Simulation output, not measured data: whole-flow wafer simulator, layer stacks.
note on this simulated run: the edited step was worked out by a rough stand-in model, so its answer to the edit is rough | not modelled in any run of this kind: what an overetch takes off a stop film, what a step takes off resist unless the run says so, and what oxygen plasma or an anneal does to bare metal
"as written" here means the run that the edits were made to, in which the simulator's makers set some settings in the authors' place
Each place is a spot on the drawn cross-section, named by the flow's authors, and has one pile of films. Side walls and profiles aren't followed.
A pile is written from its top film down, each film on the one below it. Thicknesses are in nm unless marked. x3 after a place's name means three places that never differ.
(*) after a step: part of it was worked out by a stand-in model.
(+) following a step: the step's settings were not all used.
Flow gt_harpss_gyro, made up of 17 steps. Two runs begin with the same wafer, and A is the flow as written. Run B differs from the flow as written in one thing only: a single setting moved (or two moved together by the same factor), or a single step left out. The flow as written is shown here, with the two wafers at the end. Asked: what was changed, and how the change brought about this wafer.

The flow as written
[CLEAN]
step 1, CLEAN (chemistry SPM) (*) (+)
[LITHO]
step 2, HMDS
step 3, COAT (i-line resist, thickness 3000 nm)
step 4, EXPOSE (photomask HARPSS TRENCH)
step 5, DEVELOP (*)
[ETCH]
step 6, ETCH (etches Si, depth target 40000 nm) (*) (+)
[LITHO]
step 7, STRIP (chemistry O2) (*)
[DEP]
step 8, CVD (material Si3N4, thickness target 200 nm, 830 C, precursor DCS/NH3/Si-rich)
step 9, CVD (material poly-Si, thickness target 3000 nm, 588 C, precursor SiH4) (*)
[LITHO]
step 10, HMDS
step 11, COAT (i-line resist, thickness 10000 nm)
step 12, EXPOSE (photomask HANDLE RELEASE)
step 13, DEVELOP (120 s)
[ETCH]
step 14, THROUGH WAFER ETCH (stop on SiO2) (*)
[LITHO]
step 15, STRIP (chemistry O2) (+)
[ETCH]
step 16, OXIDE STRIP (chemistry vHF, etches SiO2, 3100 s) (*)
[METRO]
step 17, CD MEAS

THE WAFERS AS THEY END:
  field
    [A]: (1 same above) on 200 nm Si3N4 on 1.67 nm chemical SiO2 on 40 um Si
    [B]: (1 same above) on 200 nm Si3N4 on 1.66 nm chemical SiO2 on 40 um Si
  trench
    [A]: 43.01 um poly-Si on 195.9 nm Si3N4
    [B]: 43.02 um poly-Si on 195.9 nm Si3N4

The reason: step 6, ETCH: depth target 42000 nm was run, though the flow has depth target 40000 nm.

The path from the change to this, step by step:
  step 6, ETCH (etches Si, depth target 40000 nm) (*) (+)
      trench: A chemical SiO2 loses 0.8 (all of it), Si loses 40 um (all of it) | B chemical SiO2 loses 0.8 (all of it), Si loses 40 um (all of it), SiO2 loses 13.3
      field: A i-line resist loses 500 | B i-line resist loses 525
  step 9, CVD (material poly-Si, thickness target 3000 nm, 588 C, precursor SiH4) (*)
      trench: A poly-Si gains 43.01 um (new film) | B poly-Si gains 43.02 um (new film)
